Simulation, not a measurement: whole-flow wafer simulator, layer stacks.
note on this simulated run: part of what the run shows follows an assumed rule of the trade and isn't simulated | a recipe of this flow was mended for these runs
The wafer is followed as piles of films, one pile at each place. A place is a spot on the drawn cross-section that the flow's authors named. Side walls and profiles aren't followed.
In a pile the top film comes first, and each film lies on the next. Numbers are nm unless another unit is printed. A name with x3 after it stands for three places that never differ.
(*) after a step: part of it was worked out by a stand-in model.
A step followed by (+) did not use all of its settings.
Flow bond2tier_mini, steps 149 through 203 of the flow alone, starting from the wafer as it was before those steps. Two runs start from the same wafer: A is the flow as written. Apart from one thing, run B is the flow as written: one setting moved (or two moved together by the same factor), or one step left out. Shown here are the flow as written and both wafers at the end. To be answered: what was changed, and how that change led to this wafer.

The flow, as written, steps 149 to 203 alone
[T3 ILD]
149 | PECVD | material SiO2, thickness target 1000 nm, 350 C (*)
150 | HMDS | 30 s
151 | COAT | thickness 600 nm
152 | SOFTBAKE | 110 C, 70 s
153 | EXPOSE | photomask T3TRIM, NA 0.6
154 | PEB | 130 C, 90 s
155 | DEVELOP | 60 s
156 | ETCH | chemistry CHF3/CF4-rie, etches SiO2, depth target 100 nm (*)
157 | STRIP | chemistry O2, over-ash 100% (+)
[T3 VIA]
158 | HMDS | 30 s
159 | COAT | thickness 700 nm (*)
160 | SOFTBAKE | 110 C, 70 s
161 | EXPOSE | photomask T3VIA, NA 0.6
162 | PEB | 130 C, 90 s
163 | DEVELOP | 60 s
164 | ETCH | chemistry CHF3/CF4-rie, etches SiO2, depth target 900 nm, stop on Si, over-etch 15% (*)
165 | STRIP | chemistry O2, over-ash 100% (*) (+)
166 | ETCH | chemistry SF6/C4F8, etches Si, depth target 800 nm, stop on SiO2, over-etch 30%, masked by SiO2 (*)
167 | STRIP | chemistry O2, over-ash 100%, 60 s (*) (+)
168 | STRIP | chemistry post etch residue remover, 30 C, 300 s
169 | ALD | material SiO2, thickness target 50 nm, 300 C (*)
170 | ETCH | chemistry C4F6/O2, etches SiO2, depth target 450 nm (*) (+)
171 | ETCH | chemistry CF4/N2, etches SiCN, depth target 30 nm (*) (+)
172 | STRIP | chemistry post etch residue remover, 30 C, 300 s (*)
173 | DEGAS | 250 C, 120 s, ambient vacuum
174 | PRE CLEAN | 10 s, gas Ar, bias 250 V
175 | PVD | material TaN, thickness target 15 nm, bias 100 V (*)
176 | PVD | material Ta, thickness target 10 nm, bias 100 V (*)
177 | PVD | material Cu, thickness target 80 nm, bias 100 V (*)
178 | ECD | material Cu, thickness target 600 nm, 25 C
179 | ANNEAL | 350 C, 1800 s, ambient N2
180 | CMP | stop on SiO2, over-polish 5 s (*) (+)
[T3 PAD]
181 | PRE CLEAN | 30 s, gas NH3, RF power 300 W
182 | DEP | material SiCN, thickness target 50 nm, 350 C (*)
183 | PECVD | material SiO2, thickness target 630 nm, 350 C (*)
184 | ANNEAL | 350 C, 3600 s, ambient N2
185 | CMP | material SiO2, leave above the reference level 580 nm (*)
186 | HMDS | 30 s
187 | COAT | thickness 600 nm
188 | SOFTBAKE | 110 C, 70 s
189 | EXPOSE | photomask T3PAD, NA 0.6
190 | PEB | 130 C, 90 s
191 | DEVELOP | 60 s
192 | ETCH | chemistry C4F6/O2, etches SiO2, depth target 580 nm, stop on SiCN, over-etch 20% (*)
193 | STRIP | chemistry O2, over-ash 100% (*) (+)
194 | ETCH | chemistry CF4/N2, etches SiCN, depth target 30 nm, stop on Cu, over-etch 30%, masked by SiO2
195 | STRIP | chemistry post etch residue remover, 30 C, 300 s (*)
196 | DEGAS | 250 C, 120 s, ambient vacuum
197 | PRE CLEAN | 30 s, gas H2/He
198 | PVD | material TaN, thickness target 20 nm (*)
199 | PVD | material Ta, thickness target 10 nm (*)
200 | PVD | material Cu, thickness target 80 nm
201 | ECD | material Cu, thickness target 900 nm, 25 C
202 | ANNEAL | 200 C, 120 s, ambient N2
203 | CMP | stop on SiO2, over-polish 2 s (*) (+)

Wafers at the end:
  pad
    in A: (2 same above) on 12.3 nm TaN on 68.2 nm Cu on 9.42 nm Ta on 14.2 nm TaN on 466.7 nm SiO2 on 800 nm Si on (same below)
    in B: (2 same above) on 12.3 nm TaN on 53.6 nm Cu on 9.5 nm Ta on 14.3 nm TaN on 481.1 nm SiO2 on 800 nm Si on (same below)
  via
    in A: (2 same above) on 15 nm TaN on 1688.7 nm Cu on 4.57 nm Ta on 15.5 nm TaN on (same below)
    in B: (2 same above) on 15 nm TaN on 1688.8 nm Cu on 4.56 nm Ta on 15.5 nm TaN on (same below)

The reason: step 156, ETCH: depth target 85.6 nm was run, while the flow as written has depth target 100 nm.

How this came from the change, step by step:
  156 | ETCH | chemistry CHF3/CF4-rie, etches SiO2, depth target 100 nm (*)
      pad, via: A SiO2 loses 100 | B SiO2 loses 85.6
      field: A thick-KrF-resist loses 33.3 | B thick-KrF-resist loses 28.5
  164 | ETCH | chemistry CHF3/CF4-rie, etches SiO2, depth target 900 nm, stop on Si, over-etch 15% (*)
      via: A SiO2 loses 900 (all of it), Si loses 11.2 | B SiO2 loses 914.4 (all of it), Si loses 10
  178 | ECD | material Cu, thickness target 600 nm, 25 C
      pad: A Cu gains 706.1 | B Cu gains 690.9
